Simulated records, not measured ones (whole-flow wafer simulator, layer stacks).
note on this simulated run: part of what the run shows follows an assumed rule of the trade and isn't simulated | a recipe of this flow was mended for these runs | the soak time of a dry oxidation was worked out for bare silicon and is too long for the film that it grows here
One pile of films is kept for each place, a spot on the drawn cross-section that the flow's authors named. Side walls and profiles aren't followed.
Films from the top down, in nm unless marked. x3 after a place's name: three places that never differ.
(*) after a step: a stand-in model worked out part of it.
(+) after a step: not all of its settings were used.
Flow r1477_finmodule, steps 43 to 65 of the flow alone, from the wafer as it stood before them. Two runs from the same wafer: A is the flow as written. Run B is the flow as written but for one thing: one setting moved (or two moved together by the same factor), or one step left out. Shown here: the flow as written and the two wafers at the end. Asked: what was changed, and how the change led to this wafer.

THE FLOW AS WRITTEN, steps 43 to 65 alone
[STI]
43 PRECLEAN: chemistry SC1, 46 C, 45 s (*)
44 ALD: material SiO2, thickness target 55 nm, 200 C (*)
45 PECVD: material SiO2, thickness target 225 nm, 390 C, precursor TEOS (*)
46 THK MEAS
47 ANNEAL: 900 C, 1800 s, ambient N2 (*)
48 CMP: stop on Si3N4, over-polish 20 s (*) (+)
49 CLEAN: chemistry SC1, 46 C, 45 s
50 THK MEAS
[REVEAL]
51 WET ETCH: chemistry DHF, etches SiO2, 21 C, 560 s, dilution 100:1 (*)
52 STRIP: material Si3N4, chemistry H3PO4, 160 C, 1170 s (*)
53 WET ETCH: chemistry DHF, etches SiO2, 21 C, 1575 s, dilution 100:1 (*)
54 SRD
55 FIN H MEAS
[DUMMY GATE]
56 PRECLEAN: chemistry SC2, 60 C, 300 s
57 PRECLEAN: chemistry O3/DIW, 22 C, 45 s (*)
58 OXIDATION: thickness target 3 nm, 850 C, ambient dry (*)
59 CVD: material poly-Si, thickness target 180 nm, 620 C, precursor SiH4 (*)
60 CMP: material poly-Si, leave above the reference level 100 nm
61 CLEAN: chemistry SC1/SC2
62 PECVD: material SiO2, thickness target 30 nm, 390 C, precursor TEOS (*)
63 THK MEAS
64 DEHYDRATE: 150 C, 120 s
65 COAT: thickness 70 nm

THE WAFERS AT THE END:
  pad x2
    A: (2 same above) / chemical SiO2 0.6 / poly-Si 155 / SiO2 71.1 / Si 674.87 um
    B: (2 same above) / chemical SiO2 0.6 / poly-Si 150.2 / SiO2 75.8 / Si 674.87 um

The cause: step 44, ALD: thickness target 132 nm was run, where the flow has thickness target 55 nm.

How the change led to this, step by step:
  44 ALD: material SiO2, thickness target 55 nm, 200 C (*)
      elg x8: A SiO2 +55 (new film) | B SiO2 +132 (new film)
      s40sg_line x6: A SiO2 +55 | B SiO2 +132
      (and at 2 more places)
  48 CMP: stop on Si3N4, over-polish 20 s (*) (+)
      elg x8: A SiO2 -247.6 | B SiO2 -324.6
      s40sg_line x6: A SiO2 -287 (all of it), Si3N4 -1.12 | B SiO2 -364 (all of it), Si3N4 -1.12
      (and at 2 more places)
  53 WET ETCH: chemistry DHF, etches SiO2, 21 C, 1575 s, dilution 100:1 (*)
      pad x2: A SiO2 -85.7 | B SiO2 -80.9
  60 CMP: material poly-Si, leave above the reference level 100 nm
      pad x2: A poly-Si -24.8 | B poly-Si -29.5
